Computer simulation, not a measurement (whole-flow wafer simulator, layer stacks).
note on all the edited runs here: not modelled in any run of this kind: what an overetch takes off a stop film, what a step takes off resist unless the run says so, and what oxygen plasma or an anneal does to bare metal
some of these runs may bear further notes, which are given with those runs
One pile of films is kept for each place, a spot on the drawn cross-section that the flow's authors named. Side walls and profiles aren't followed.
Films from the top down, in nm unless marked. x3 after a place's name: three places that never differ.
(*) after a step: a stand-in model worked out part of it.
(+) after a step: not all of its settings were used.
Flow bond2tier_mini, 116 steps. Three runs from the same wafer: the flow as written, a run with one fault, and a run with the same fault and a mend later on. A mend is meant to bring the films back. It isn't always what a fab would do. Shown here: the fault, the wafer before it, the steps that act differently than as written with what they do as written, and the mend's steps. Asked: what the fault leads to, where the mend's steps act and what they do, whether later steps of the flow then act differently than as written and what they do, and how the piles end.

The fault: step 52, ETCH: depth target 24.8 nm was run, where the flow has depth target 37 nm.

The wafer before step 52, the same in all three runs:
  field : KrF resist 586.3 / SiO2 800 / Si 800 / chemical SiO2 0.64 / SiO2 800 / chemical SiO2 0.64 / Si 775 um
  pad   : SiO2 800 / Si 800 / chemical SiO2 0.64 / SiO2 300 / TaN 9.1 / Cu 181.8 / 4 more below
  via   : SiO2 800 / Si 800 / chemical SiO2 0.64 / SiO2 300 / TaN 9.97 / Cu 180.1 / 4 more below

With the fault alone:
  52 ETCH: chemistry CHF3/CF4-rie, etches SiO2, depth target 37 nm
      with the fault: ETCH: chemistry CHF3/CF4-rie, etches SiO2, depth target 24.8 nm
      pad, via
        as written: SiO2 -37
        with the fault: SiO2 -24.8
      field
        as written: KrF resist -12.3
        with the fault: KrF resist -8.27
  Later steps of the flow that act differently than as written (7 more steps differ only slightly, by at most 2% or 0.5 nm, whichever is larger, and aren't shown):
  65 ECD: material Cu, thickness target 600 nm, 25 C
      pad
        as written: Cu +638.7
        with the fault: Cu +625.9
  At the end the piles differ from the flow's by more than 2% or 0.5 nm, whichever is larger, at pad.
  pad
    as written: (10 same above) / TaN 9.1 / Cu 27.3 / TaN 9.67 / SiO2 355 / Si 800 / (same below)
    with the fault: (10 same above) / TaN 9.1 / Cu 15 / TaN 9.78 / SiO2 367.2 / Si 800 / (same below)

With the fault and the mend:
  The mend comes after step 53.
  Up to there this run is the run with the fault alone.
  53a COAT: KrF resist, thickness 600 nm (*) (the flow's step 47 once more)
      field
        KrF resist +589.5 (new film)
      pad
        KrF resist +611 (new film)
      via
        KrF resist +609.6 (new film)
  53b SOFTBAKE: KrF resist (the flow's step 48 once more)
      changes no film at any place that is followed
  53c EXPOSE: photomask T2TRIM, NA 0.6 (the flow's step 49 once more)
      changes no film at any place that is followed
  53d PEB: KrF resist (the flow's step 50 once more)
      changes no film at any place that is followed
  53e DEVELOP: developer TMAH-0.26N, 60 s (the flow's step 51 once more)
      field
        KrF resist -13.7
      pad
        KrF resist -611 (all of it)
      via
        KrF resist -609.6 (all of it)
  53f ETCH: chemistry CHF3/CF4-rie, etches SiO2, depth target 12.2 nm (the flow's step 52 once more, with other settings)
      pad, via
        SiO2 -12.2
      field
        KrF resist -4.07
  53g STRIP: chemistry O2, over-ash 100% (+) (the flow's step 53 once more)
      field
        KrF resist -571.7 (all of it)
  No later step of the flow acts differently than as written at any place that is followed.
  At the end the piles are the same as the flow's at every place that both follow.
